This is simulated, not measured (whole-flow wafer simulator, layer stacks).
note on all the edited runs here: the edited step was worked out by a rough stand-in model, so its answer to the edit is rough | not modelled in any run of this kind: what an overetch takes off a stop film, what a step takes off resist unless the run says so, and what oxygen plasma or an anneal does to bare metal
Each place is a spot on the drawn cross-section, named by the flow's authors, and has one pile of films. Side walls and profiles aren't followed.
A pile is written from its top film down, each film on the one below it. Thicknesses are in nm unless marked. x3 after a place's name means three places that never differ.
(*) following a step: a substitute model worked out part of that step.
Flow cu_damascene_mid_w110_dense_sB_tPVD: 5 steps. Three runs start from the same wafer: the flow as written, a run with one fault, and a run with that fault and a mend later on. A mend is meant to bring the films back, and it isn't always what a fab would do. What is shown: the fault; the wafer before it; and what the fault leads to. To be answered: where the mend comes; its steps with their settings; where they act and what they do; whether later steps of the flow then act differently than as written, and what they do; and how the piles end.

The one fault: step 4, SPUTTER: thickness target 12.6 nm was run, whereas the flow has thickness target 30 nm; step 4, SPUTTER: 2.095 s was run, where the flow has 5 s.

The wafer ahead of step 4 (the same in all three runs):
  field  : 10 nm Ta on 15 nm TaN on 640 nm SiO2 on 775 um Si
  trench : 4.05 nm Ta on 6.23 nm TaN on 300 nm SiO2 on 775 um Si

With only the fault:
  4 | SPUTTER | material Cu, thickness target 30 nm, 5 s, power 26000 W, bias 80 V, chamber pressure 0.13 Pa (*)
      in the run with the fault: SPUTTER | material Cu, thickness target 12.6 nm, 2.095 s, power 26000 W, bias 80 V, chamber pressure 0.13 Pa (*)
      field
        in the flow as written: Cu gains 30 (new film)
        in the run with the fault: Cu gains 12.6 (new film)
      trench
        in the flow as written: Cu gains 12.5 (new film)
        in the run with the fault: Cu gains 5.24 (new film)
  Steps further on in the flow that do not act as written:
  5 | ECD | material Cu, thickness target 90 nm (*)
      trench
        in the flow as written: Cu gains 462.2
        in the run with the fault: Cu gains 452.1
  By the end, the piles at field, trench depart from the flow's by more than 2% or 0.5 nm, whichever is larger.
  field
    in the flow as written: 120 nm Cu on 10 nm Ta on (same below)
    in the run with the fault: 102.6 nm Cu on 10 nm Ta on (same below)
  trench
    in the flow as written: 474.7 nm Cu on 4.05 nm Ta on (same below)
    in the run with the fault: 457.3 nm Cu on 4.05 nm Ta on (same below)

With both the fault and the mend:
  After step 4 comes the mend.
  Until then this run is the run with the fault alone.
  4a | SPUTTER | material Cu, thickness target 17.5 nm, 2.92 s, power 26000 W, bias 80 V, chamber pressure 0.13 Pa (*) (the flow's step 4 again, with other settings)
      field
        Cu gains 17.5
      trench
        Cu gains 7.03
  Every later step of the flow that is run acts as written, at every place that is followed, to within 2% or 0.5 nm, whichever is larger.
  When the end is reached, the piles differ only a little from the flow's at the places that both follow, at most by 2% or 0.5 nm, whichever is larger.
